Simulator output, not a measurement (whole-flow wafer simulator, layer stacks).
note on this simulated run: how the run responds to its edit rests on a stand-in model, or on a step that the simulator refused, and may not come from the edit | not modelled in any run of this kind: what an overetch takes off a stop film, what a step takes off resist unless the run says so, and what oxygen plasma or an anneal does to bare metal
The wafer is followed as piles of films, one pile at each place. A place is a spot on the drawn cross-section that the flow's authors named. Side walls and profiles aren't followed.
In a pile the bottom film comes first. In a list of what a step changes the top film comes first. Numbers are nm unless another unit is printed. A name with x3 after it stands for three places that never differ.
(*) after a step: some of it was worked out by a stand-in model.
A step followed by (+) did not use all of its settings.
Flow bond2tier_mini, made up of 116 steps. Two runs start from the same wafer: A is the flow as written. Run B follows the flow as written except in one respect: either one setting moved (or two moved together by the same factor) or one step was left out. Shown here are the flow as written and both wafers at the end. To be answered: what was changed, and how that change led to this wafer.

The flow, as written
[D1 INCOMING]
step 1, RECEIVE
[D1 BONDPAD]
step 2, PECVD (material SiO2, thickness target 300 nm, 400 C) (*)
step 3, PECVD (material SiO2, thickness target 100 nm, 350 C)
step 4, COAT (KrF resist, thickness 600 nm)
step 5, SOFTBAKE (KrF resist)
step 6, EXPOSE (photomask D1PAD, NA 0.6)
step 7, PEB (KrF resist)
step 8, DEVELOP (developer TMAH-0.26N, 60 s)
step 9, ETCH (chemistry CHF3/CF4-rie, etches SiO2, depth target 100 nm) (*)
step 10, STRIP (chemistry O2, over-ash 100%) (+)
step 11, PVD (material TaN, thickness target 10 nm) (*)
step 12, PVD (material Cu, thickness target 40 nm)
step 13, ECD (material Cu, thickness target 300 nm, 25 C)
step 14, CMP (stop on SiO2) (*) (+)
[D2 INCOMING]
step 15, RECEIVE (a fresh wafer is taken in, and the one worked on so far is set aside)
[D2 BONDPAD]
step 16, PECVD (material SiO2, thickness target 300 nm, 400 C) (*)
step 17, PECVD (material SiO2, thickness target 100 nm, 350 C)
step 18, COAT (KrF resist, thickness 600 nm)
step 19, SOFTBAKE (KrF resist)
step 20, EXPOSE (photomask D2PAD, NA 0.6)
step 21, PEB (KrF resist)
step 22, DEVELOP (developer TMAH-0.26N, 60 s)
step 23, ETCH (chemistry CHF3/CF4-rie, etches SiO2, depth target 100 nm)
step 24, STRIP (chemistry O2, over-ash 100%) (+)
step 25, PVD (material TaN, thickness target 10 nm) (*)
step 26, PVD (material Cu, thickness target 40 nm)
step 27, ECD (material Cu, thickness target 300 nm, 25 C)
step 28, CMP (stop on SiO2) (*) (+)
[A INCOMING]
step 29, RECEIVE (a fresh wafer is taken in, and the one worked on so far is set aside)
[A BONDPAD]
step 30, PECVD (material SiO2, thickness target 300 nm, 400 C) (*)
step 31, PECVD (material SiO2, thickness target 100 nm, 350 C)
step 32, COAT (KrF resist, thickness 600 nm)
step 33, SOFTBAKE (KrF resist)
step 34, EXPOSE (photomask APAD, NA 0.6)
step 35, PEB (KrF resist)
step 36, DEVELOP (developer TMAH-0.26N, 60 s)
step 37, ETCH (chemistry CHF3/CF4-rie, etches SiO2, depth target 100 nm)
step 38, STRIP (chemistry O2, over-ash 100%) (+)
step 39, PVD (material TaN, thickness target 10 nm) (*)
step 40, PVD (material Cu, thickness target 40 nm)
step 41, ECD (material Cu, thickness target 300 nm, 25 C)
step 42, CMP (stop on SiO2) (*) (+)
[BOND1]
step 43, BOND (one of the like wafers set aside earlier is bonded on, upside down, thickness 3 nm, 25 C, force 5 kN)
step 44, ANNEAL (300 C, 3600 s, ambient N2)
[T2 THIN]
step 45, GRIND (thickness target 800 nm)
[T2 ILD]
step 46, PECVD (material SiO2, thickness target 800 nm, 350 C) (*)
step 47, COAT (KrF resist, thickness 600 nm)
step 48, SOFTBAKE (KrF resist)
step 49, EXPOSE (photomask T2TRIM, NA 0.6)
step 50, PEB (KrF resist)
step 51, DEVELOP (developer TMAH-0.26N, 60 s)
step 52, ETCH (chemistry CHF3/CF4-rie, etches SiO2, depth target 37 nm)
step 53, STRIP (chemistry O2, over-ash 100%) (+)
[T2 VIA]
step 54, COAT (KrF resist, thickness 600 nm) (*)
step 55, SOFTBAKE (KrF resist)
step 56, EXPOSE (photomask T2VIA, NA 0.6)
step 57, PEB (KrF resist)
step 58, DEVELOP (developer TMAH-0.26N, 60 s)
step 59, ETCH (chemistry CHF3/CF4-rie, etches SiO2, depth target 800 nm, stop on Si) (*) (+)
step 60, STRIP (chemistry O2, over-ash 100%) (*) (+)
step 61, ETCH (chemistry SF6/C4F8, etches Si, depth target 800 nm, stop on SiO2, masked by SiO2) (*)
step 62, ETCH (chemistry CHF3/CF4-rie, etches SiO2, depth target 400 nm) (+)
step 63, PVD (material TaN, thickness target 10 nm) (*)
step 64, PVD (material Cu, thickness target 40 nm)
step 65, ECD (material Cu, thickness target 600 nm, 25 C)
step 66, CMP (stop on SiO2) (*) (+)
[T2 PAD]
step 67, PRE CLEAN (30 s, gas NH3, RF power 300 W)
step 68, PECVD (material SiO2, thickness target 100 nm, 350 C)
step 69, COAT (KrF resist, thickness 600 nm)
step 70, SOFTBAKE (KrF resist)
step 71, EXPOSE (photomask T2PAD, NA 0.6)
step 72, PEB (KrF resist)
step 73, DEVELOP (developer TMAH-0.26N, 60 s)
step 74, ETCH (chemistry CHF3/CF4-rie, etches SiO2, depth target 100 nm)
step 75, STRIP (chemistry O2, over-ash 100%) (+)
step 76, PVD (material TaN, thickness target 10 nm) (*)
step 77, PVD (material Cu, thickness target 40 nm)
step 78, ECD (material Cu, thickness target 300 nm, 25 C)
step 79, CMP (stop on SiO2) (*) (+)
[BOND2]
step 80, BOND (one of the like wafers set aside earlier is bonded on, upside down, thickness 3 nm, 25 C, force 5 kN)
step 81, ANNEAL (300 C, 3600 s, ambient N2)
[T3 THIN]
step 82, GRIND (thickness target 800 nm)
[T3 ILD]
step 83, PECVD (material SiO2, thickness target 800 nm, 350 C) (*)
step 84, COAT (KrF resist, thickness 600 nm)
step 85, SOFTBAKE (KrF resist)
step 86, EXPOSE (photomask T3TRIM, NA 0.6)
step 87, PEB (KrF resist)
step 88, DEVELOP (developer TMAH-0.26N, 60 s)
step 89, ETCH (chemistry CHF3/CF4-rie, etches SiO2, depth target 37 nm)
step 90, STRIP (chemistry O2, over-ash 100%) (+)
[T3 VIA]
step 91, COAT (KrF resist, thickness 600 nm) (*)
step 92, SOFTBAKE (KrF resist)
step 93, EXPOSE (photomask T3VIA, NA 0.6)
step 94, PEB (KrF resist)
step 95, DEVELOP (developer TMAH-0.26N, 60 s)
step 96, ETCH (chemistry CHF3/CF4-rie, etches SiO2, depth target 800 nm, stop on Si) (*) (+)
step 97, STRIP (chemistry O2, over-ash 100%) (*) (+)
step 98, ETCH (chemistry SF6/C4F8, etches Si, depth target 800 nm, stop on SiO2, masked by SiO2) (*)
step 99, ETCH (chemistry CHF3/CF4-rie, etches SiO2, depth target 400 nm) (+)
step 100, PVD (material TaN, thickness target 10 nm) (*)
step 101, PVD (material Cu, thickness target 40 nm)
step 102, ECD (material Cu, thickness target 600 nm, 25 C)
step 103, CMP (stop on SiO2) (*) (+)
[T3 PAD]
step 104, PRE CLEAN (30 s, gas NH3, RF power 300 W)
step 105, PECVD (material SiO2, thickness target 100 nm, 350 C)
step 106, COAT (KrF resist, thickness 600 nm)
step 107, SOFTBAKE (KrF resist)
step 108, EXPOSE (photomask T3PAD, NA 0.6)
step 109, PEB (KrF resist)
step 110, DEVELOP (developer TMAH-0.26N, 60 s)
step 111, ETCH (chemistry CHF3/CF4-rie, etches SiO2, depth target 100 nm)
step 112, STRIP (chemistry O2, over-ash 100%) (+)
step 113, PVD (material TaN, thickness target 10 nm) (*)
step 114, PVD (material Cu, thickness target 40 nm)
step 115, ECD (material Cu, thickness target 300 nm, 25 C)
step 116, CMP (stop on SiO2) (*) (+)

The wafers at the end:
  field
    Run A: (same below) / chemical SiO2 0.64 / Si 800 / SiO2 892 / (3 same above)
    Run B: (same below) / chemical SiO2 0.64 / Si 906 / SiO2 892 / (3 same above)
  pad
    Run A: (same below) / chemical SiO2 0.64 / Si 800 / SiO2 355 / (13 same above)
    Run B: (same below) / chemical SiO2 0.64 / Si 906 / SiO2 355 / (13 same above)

Cause: step 45, GRIND: thickness target 906 nm was run, though the flow has thickness target 800 nm.
The wafer itself shows it: field has Si 906, and step 45 as written asks for 800 nm.

Step by step, how the change led to this:
  step 45, GRIND (thickness target 800 nm)
      field, pad, via: A -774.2 um Si | B -774.09 um Si
